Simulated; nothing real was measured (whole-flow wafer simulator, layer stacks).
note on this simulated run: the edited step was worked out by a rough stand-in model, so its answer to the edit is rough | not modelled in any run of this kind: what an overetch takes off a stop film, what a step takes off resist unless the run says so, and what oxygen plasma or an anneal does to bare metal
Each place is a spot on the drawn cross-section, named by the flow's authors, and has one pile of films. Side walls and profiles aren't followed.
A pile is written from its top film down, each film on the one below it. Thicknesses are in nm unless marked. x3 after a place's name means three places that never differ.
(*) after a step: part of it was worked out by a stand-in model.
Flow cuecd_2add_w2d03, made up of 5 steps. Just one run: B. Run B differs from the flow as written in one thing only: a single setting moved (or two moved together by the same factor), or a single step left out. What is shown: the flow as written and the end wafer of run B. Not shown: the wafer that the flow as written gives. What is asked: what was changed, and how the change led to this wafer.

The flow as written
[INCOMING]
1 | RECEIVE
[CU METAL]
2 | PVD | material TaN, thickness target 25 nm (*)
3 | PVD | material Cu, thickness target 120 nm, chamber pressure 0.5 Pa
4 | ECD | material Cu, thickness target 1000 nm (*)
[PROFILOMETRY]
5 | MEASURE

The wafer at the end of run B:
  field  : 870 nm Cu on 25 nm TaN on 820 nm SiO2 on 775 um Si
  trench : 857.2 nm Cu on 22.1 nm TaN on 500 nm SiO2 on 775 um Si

What caused this: step 4, ECD: thickness target 750 nm was run, though the flow has thickness target 1000 nm.

How this came from the change, step by step:
  4 | ECD | material Cu, thickness target 1000 nm (*)
      field, trench: +750 Cu (as written it would have been: +1000 Cu)
